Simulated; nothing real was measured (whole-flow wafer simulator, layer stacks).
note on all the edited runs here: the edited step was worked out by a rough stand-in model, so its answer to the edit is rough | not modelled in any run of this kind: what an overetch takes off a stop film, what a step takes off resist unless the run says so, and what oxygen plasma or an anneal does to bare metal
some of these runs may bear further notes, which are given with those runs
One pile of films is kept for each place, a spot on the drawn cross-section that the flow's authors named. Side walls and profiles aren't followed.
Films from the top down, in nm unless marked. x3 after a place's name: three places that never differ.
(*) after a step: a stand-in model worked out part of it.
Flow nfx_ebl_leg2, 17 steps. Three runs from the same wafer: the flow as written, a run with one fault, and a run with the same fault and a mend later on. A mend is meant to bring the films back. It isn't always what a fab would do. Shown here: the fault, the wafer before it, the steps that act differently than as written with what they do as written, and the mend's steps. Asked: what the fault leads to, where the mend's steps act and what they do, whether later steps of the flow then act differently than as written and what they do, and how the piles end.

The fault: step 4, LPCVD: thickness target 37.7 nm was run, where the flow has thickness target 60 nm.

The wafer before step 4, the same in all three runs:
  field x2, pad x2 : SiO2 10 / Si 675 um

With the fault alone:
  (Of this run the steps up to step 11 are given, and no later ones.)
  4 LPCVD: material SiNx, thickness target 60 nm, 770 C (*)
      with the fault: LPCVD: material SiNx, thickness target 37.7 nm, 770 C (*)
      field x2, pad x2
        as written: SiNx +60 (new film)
        with the fault: SiNx +37.7 (new film)
  No later step of the flow up to step 11 acts differently than as written at any place that is followed.
  After step 11 the piles differ from the flow's by more than 2% or 0.5 nm, whichever is larger, at field x2, pad x2.
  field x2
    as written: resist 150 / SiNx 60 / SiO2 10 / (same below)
    with the fault: resist 150 / SiNx 37.7 / SiO2 10 / (same below)
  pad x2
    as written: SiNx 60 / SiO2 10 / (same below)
    with the fault: SiNx 37.7 / SiO2 10 / (same below)

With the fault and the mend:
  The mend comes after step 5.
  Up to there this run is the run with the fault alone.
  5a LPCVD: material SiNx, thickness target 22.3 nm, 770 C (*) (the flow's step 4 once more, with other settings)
      field x2, pad x2
        SiNx +22.3
  No later step of the flow acts differently than as written at any place that is followed.
  At the end the piles are the same as the flow's at every place that both follow.
